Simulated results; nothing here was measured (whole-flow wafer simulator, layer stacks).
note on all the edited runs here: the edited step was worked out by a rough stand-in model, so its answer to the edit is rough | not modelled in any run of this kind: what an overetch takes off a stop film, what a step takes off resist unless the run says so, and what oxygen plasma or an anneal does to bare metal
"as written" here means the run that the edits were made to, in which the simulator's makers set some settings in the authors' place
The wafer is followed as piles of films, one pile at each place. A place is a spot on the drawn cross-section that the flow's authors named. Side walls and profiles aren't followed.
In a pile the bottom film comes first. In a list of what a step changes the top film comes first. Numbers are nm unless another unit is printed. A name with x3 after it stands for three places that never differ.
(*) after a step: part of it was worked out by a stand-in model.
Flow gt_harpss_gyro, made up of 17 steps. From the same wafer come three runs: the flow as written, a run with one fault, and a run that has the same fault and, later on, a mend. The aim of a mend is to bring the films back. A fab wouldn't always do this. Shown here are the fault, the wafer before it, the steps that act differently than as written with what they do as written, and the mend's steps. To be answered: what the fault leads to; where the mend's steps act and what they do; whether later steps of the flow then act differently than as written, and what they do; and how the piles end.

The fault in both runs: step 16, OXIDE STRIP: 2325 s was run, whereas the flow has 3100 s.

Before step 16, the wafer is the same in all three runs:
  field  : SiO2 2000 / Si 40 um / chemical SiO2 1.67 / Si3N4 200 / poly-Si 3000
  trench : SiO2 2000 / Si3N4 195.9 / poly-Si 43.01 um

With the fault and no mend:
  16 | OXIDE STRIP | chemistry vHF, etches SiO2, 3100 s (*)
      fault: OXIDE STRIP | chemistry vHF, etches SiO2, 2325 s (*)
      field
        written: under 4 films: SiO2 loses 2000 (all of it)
        fault: under 4 films: SiO2 loses 1804.2
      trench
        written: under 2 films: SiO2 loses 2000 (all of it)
        fault: under 2 films: SiO2 loses 1804.2
  Every later step of the flow that is run acts as written at every place that is followed.
  By the end, the piles at field, trench depart from the flow's by more than 2% or 0.5 nm, whichever is larger.
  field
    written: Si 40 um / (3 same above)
    fault: SiO2 195.8 / Si 40 um / (3 same above)
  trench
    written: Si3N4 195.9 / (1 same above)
    fault: SiO2 195.8 / Si3N4 195.9 / (1 same above)

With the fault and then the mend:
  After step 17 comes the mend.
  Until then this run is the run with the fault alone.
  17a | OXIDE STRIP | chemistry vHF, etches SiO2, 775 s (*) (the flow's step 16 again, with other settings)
      field
        under 4 films: SiO2 loses 195.8 (all of it)
      trench
        under 2 films: SiO2 loses 195.8 (all of it)
  Every later step of the flow that is run acts as written at every place that is followed.
  By the end, the piles equal the flow's at every place that both follow.
